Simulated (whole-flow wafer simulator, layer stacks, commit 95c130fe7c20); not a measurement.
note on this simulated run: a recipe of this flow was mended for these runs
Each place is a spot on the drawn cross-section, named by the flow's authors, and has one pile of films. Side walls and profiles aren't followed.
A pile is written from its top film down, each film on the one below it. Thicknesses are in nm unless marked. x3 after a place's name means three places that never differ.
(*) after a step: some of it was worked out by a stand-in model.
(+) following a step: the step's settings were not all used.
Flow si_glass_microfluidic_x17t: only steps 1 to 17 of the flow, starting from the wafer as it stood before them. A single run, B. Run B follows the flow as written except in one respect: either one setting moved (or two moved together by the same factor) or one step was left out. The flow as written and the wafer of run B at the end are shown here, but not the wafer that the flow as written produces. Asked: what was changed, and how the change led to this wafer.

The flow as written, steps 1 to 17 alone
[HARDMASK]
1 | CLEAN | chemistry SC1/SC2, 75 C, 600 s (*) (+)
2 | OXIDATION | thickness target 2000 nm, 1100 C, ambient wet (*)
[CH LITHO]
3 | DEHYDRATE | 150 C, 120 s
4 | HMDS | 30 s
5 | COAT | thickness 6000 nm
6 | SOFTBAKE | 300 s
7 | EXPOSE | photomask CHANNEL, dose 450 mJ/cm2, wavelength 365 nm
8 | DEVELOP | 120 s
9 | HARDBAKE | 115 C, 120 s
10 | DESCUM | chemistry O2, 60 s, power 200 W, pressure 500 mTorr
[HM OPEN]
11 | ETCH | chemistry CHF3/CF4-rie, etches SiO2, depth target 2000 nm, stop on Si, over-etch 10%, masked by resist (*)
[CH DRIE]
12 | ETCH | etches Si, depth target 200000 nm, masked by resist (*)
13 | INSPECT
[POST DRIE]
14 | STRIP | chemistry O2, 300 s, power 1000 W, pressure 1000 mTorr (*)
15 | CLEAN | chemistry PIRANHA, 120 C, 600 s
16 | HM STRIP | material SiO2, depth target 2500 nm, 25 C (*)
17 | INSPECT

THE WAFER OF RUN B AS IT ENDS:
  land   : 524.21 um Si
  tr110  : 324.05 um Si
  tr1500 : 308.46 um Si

The reason: step 2, OXIDATION: thickness target 1775 nm was run, whereas the flow has thickness target 2000 nm.

How this came from the change, step by step:
  2 | OXIDATION | thickness target 2000 nm, 1100 C, ambient wet (*)
      land, tr110, tr1500, tr15: +1775 SiO2 (new film), -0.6 chemical SiO2 (all of it), -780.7 Si (as written it would have been: +2000 SiO2 (new film), -0.6 chemical SiO2 (all of it), -879.7 Si)
  11 | ETCH | chemistry CHF3/CF4-rie, etches SiO2, depth target 2000 nm, stop on Si, over-etch 10%, masked by resist (*)
      tr110, tr1500, tr15: -1775 SiO2 (all of it), -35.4 Si (as written it would have been: -2000 SiO2 (all of it), -16.7 Si)
      land: -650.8 thick-i-line-resist (as written it would have been: -733.3 thick-i-line-resist)
  12 | ETCH | etches Si, depth target 200000 nm, masked by resist (*)
      tr1500: -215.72 um Si (as written it would have been: -215.73 um Si)
      tr15: -150.04 um Si (as written it would have been: -149.99 um Si)
  14 | STRIP | chemistry O2, 300 s, power 1000 W, pressure 1000 mTorr (*)
      land: -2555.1 thick-i-line-resist (all of it) (as written it would have been: -2472.3 thick-i-line-resist (all of it))
  16 | HM STRIP | material SiO2, depth target 2500 nm, 25 C (*)
      land: -1775 SiO2 (all of it) (as written it would have been: -2000 SiO2 (all of it))
